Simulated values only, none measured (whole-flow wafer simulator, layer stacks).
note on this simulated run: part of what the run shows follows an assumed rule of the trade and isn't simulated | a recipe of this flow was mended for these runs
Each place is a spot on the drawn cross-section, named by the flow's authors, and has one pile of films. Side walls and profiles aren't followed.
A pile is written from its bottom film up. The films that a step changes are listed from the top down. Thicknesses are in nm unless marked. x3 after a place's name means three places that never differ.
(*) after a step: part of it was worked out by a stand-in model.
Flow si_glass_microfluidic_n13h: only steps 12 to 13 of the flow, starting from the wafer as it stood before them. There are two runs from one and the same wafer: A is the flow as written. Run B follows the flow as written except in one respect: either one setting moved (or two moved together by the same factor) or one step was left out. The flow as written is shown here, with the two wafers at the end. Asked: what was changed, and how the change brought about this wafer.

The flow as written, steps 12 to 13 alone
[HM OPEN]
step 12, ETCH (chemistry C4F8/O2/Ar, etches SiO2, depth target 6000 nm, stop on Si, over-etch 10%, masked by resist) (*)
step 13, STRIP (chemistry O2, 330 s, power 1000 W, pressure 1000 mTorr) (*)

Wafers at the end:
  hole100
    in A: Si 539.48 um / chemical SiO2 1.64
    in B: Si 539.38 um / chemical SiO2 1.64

Cause: step 12, ETCH: depth target 6750 nm was run, whereas the flow has depth target 6000 nm.

The path from the change to this, step by step:
  step 12, ETCH (chemistry C4F8/O2/Ar, etches SiO2, depth target 6000 nm, stop on Si, over-etch 10%, masked by resist) (*)
      land: A -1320 thick-i-line-resist | B -1485 thick-i-line-resist
      hole100: A -6000 SiO2 (all of it), -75 Si | B -6000 SiO2 (all of it), -178.1 Si
  step 13, STRIP (chemistry O2, 330 s, power 1000 W, pressure 1000 mTorr) (*)
      land: A -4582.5 thick-i-line-resist (all of it) | B -4417.5 thick-i-line-resist (all of it)
